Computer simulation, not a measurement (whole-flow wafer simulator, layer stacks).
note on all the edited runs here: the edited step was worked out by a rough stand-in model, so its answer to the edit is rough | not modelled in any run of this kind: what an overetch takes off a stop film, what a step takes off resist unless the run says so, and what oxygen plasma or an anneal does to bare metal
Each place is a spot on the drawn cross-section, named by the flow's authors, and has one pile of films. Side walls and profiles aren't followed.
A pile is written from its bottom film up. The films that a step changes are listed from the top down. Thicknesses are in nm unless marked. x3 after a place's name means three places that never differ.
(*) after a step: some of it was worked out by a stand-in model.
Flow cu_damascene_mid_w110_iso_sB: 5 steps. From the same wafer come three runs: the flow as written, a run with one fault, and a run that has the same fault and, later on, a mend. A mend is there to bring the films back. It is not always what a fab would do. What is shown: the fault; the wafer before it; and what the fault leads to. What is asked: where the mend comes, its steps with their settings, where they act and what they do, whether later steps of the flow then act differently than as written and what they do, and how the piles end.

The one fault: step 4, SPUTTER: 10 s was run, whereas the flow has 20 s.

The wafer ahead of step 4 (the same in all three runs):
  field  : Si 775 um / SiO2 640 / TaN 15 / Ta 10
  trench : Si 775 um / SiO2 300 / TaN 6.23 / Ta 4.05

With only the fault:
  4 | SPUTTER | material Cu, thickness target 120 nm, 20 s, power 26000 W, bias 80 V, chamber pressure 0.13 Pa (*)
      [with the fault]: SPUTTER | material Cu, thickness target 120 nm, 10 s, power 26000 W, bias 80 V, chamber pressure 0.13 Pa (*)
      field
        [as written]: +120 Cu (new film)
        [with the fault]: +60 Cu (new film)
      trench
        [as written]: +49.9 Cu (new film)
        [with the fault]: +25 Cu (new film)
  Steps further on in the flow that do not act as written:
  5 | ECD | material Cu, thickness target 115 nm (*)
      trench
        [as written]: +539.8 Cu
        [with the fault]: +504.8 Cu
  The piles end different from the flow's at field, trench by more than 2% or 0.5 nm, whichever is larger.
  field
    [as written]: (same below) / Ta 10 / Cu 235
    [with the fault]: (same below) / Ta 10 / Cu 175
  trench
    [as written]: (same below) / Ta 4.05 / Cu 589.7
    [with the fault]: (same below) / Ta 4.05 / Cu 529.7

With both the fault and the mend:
  The mend follows step 4.
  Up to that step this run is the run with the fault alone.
  4a | SPUTTER | material Cu, thickness target 120 nm, 10 s, power 26000 W, bias 80 V, chamber pressure 0.13 Pa (*) (a further turn of the flow's step 4, with different settings)
      field
        +60 Cu
      trench
        +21 Cu
  None of the later steps of the flow differs from how it acts as written, at any place that is followed, by more than 2% or 0.5 nm, whichever is larger.
  At every place that both follow, the piles at the end match the flow's.
